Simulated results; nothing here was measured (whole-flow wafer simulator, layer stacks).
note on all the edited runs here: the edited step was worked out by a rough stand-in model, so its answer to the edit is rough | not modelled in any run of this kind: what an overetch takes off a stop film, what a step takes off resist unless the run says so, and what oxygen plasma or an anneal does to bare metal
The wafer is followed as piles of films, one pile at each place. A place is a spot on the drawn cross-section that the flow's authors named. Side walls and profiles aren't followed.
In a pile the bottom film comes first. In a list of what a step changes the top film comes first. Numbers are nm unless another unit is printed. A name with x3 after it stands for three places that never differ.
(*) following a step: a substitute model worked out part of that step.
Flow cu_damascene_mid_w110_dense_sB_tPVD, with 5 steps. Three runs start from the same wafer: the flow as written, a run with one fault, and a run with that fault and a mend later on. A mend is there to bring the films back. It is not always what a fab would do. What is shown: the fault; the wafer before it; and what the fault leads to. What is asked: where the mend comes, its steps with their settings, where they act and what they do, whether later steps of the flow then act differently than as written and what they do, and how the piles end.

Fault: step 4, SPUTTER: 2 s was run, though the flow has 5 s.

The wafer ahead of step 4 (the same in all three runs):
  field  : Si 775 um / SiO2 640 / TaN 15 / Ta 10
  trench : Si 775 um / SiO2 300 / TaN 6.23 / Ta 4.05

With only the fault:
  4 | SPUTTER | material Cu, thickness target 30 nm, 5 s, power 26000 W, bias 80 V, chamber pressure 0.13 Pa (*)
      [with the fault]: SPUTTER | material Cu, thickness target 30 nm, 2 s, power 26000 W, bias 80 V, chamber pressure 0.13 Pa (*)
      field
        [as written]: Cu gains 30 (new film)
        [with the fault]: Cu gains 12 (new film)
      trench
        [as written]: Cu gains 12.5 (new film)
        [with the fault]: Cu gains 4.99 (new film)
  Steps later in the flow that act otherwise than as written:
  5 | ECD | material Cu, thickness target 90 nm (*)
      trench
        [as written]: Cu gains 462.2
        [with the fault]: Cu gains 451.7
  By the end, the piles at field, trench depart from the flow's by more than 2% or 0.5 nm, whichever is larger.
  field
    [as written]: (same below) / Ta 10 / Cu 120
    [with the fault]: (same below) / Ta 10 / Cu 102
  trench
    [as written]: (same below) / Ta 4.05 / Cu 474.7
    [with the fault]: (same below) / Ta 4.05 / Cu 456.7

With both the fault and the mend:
  The mend stands after step 4.
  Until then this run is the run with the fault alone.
  4a | SPUTTER | material Cu, thickness target 30 nm, 3 s, power 26000 W, bias 80 V, chamber pressure 0.13 Pa (*) (a further turn of the flow's step 4, with different settings)
      field
        Cu gains 18
      trench
        Cu gains 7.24
  None of the later steps of the flow differs from how it acts as written, at any place that is followed, by more than 2% or 0.5 nm, whichever is larger.
  By the end, the piles equal the flow's at every place that both follow.
